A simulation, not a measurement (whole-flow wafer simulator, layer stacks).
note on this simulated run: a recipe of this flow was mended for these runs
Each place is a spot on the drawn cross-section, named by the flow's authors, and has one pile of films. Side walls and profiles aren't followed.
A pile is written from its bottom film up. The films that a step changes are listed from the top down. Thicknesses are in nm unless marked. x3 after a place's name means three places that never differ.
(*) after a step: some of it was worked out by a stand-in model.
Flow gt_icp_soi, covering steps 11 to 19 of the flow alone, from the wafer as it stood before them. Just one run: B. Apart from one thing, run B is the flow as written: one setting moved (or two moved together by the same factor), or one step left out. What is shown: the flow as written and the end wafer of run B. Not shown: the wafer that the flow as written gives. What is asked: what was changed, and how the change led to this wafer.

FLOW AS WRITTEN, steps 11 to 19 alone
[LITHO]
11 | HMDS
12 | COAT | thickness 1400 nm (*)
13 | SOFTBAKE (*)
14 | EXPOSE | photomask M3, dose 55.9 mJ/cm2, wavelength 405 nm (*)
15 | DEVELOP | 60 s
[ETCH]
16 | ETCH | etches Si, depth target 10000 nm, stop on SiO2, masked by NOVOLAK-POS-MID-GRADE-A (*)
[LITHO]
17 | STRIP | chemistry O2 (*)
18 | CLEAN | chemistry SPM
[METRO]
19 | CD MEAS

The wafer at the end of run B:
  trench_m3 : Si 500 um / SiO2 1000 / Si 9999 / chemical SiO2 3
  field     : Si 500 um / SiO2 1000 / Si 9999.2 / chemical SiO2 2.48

Cause: step 16, ETCH: etches Si, depth target 10000 nm, stop on SiO2, masked by NOVOLAK-POS-MID-GRADE-A (*), was omitted.

The path from the change to this, step by step:
  17 | STRIP | chemistry O2 (*)
      trench_m3: chemical SiO2 gains 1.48, Si loses 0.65 (it would be, as written: nothing)
      field: g/i-line-resist loses 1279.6 (all of it), chemical SiO2 gains 0.96, Si loses 0.42 (it would be, as written: g/i-line-resist loses 1101.6 (all of it), chemical SiO2 gains 0.95, Si loses 0.42)
